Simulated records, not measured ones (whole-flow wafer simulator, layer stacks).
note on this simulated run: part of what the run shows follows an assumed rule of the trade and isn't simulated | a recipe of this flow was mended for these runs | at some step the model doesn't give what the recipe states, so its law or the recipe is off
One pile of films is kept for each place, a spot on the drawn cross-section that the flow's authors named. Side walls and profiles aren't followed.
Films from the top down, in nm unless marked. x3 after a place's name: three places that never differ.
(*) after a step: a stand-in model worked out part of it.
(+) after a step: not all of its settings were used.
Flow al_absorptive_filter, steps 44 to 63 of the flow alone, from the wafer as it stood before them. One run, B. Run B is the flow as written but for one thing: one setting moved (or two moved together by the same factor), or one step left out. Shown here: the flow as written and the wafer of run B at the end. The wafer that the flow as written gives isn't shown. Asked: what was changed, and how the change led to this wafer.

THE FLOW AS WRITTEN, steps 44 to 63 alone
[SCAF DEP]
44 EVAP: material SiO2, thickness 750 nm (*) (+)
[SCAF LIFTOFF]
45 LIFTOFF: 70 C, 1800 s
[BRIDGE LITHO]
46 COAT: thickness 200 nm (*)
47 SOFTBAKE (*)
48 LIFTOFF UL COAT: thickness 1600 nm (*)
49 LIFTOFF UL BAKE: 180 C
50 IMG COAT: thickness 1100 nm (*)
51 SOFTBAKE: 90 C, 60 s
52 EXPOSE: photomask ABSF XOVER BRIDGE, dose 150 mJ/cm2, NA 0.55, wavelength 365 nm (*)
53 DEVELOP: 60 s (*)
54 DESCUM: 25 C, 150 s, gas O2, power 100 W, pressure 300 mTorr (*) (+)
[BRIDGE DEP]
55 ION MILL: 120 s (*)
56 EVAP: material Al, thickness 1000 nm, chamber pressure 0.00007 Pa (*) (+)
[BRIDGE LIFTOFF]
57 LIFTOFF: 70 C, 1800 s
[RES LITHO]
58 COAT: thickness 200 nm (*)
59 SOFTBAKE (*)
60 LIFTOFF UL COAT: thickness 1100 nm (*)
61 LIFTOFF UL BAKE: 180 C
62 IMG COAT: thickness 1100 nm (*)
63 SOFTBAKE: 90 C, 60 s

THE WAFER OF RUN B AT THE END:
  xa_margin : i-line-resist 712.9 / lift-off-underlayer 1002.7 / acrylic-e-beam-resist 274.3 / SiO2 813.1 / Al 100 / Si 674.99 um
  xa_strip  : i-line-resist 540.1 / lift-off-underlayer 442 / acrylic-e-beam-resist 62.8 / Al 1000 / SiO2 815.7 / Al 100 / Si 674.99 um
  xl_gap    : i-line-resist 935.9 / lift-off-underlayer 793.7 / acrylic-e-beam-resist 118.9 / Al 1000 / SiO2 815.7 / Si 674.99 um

The cause: step 44, EVAP: thickness 840 nm was run, where the flow has thickness 750 nm.

How the change led to this, step by step:
  44 EVAP: material SiO2, thickness 750 nm (*) (+)
      gnd, pad_far, pad_near and 10 more: SiO2 +840 (new film) (as written it would be: SiO2 +750 (new film))
      xa_margin: SiO2 +813.1 (new film) (as written it would be: SiO2 +726 (new film))
  45 LIFTOFF: 70 C, 1800 s
      gnd, xa_field, xl_land, idc_field: SiO2 -840 (all of it), i-line-resist -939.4 (all of it), lift-off-underlayer -1100 (all of it), acrylic-e-beam-resist -200 (all of it) (as written it would be: SiO2 -750 (all of it), i-line-resist -939.4 (all of it), lift-off-underlayer -1100 (all of it), acrylic-e-beam-resist -200 (all of it))
      pad_far: SiO2 -840 (all of it), i-line-resist -937 (all of it), lift-off-underlayer -1092.7 (all of it), acrylic-e-beam-resist -198.5 (all of it) (as written it would be: SiO2 -750 (all of it), i-line-resist -937 (all of it), lift-off-underlayer -1092.7 (all of it), acrylic-e-beam-resist -198.5 (all of it))
      (and at 5 more places)
  46 COAT: thickness 200 nm (*)
      xa_margin: acrylic-e-beam-resist +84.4 (new film) (as written it would be: acrylic-e-beam-resist +87.1 (new film))
      xa_strip: acrylic-e-beam-resist +149.3 (new film) (as written it would be: acrylic-e-beam-resist +156.7 (new film))
      (and at 2 more places)
  48 LIFTOFF UL COAT: thickness 1600 nm (*)
      xa_margin: lift-off-underlayer +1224 (new film) (as written it would be: lift-off-underlayer +1268 (new film))
      xa_strip: lift-off-underlayer +1183.2 (new film) (as written it would be: lift-off-underlayer +1219 (new film))
      (and at 2 more places)
  50 IMG COAT: thickness 1100 nm (*)
      xa_strip: i-line-resist +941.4 (new film) (as written it would be: i-line-resist +962 (new film))
      xl_turn: i-line-resist +949.3 (new film) (as written it would be: i-line-resist +969.7 (new film))
  53 DEVELOP: 60 s (*)
      xa_strip: i-line-resist -939.2 (all of it), lift-off-underlayer -1183.2 (all of it) (as written it would be: i-line-resist -960.1 (all of it), lift-off-underlayer -1219 (all of it))
      xl_gap: i-line-resist -985.1 (all of it), lift-off-underlayer -1272.4 (all of it) (as written it would be: i-line-resist -1001.2 (all of it), lift-off-underlayer -1316.9 (all of it))
      (and at 1 more place)
  54 DESCUM: 25 C, 150 s, gas O2, power 100 W, pressure 300 mTorr (*) (+)
      xa_strip: acrylic-e-beam-resist -149.3 (all of it) (as written it would be: acrylic-e-beam-resist -156.7 (all of it))
      xl_gap: acrylic-e-beam-resist -92.3 (all of it) (as written it would be: acrylic-e-beam-resist -97.9 (all of it))
      (and at 1 more place)
  57 LIFTOFF: 70 C, 1800 s
      xa_margin: Al -1000 (all of it), i-line-resist -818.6 (all of it), lift-off-underlayer -1224 (all of it), acrylic-e-beam-resist -84.4 (all of it) (as written it would be: Al -1000 (all of it), i-line-resist -836.1 (all of it), lift-off-underlayer -1268 (all of it), acrylic-e-beam-resist -87.1 (all of it))
  58 COAT: thickness 200 nm (*)
      xa_margin: acrylic-e-beam-resist +274.3 (new film) (as written it would be: acrylic-e-beam-resist +288.1 (new film))
      xa_strip: acrylic-e-beam-resist +62.8 (new film) (as written it would be: acrylic-e-beam-resist +66.9 (new film))
      (and at 2 more places)
  60 LIFTOFF UL COAT: thickness 1100 nm (*)
      xa_strip: lift-off-underlayer +442 (new film) (as written it would be: lift-off-underlayer +459.8 (new film))
      xl_gap: lift-off-underlayer +793.7 (new film) (as written it would be: lift-off-underlayer +831.4 (new film))
      (and at 1 more place)
  62 IMG COAT: thickness 1100 nm (*)
      xa_margin: i-line-resist +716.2 (new film) (as written it would be: i-line-resist +741.1 (new film))
      xa_strip: i-line-resist +544.7 (new film) (as written it would be: i-line-resist +577.9 (new film))
      (and at 2 more places)
